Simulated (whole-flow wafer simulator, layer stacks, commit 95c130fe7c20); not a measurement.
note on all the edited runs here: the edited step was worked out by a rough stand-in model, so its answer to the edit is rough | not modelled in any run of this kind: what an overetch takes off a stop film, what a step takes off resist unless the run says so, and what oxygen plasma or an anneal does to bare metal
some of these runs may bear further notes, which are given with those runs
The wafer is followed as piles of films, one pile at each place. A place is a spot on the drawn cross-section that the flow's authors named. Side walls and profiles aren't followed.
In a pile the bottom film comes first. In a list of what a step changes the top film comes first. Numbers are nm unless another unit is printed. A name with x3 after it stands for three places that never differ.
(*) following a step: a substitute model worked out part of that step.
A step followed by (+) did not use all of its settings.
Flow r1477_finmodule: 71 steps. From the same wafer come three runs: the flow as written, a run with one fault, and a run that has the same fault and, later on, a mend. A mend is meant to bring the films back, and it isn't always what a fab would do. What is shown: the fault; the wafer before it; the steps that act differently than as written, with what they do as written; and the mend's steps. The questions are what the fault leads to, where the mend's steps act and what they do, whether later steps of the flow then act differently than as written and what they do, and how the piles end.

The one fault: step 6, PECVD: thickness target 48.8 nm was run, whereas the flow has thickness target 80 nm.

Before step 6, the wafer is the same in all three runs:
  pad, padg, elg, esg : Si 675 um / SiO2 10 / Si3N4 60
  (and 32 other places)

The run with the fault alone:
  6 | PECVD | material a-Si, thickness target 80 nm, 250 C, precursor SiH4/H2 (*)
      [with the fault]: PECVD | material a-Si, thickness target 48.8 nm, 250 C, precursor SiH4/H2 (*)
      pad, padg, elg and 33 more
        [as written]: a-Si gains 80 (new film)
        [with the fault]: a-Si gains 48.8 (new film)
  Steps further on in the flow that do not act as written (1 other step is not shown; it differs only slightly, by no more than 2% or 0.5 nm, whichever is larger):
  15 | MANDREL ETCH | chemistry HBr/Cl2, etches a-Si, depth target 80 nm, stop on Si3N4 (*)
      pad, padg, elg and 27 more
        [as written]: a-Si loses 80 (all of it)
        [with the fault]: a-Si loses 48.8 (all of it)
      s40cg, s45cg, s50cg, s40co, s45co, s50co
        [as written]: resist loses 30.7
        [with the fault]: resist loses 28.1
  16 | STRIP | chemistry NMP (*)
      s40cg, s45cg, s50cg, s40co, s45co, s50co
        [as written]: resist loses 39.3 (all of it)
        [with the fault]: resist loses 41.9 (all of it)
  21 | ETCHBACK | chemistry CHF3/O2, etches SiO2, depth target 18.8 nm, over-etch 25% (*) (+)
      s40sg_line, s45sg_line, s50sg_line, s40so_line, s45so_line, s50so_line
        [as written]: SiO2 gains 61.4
        [with the fault]: SiO2 gains 30.2
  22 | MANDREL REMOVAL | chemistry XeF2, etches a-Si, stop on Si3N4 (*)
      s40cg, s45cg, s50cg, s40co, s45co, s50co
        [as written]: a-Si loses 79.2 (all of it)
        [with the fault]: a-Si loses 48 (all of it)
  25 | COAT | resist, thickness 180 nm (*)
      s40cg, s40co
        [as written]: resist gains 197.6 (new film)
        [with the fault]: resist gains 189.8 (new film)
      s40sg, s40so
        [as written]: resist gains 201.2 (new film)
        [with the fault]: resist gains 193.4 (new film)
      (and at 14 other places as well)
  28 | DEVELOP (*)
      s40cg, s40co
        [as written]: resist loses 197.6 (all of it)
        [with the fault]: resist loses 189.8 (all of it)
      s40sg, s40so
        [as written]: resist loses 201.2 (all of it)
        [with the fault]: resist loses 193.4 (all of it)
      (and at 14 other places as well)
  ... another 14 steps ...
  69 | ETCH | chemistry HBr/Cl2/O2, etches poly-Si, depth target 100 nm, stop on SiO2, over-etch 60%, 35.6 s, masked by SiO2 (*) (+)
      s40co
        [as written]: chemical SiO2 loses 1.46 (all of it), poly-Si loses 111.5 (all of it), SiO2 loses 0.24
        [with the fault]: chemical SiO2 loses 1.36 (all of it), poly-Si loses 134.3 (all of it), SiO2 loses 0.13
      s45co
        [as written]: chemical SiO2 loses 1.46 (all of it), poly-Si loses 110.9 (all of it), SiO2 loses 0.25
        [with the fault]: chemical SiO2 loses 1.36 (all of it), poly-Si loses 134.3 (all of it), SiO2 loses 0.13
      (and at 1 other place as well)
  By the end, the piles at pad, padg, elg and 27 more depart from the flow's by more than 2% or 0.5 nm, whichever is larger.
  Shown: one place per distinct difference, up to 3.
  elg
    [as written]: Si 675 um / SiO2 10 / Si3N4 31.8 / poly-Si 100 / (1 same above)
    [with the fault]: Si 674.99 um / SiO2 3 / poly-Si 100 / (1 same above)
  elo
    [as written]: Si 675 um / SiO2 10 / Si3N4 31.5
    [with the fault]: Si 674.99 um / SiO2 2.58
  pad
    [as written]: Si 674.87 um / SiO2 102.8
    [with the fault]: Si 674.87 um / SiO2 80.9

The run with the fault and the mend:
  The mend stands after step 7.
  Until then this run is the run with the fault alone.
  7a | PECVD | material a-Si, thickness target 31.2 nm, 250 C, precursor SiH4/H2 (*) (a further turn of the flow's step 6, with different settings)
      pad, padg, elg and 33 more
        a-Si gains 31.2
  Later steps of the flow that are run all act as written at every place that is followed.
  The piles end the same as the flow's at every place that both follow.
